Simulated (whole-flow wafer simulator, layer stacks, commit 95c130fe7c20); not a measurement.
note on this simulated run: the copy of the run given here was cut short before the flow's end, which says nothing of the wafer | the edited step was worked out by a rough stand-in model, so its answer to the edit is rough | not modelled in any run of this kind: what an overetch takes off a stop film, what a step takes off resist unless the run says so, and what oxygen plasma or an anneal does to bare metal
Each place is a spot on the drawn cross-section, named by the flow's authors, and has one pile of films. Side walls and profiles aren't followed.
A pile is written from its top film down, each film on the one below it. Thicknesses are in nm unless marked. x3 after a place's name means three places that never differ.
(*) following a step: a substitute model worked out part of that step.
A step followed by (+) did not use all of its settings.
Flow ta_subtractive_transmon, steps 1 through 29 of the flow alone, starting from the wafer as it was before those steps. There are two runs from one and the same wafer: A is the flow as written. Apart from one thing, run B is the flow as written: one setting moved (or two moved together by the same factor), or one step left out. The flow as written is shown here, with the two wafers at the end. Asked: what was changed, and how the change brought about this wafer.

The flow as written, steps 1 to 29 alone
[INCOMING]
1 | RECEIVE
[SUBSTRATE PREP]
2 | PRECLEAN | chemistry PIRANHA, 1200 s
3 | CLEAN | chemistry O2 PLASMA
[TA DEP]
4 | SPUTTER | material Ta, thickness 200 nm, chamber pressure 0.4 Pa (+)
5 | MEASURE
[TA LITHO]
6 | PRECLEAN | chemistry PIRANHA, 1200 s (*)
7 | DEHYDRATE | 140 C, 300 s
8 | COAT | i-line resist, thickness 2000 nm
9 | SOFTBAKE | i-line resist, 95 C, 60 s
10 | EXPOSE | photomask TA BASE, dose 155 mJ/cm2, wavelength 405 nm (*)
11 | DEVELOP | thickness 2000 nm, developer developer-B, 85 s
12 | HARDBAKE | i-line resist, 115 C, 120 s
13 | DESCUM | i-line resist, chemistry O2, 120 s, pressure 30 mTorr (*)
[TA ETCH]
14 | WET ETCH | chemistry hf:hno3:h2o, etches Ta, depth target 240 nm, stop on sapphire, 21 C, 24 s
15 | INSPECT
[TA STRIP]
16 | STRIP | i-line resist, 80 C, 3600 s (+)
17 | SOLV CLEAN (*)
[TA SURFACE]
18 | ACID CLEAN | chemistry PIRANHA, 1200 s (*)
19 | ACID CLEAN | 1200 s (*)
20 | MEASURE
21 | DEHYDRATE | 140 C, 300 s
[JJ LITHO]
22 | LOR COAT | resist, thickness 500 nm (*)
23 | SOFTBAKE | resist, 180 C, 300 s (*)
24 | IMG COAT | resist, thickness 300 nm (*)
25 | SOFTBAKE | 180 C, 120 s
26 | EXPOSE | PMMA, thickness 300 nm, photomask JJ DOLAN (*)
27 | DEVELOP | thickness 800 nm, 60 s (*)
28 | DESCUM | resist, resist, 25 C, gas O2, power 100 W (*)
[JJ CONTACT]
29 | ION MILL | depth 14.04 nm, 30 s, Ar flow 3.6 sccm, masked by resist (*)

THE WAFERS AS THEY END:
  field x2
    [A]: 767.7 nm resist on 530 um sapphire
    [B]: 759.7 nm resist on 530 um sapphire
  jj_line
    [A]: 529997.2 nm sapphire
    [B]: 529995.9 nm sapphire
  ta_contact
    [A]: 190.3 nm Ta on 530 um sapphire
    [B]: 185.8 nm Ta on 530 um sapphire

Cause: step 29, ION MILL: 44.2 s was run, while the flow as written has 30 s.

Step by step, how the change led to this:
  29 | ION MILL | depth 14.04 nm, 30 s, Ar flow 3.6 sccm, masked by resist (*)
      field x2, ta_pad: A -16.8 resist | B -24.7 resist
      jj_line, lead: A -2.8 sapphire | B -4.12 sapphire
      (and at 1 other place as well)
